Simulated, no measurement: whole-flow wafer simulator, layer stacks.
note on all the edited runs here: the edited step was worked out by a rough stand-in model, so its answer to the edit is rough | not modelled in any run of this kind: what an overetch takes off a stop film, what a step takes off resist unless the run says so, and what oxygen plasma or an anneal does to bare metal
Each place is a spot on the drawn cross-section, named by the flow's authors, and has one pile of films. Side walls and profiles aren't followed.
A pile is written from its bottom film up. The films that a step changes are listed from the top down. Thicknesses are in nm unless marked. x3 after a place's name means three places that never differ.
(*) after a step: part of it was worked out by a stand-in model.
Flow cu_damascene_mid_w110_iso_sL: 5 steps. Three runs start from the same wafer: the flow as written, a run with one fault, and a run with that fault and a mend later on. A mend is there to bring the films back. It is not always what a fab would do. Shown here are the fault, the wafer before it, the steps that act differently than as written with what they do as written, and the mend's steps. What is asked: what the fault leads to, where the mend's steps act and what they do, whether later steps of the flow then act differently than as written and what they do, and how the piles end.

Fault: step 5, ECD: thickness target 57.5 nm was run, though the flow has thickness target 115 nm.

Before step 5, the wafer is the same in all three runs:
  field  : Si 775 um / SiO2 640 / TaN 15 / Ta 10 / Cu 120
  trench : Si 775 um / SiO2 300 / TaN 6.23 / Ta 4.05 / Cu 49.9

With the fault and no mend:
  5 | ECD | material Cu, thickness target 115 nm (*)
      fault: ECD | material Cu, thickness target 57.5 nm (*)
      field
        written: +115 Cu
        fault: +57.5 Cu
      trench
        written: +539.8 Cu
        fault: +482.3 Cu
  Later steps of the flow that are run all act as written at every place that is followed.
  By the end, the piles at field, trench depart from the flow's by more than 2% or 0.5 nm, whichever is larger.
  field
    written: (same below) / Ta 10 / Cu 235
    fault: (same below) / Ta 10 / Cu 177.5
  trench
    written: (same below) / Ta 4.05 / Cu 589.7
    fault: (same below) / Ta 4.05 / Cu 532.2

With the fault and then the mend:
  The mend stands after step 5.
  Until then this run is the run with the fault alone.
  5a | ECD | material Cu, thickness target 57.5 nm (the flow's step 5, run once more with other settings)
      field, trench
        +57.5 Cu
  Later steps of the flow that are run all act as written at every place that is followed.
  By the end, the piles equal the flow's at every place that both follow.
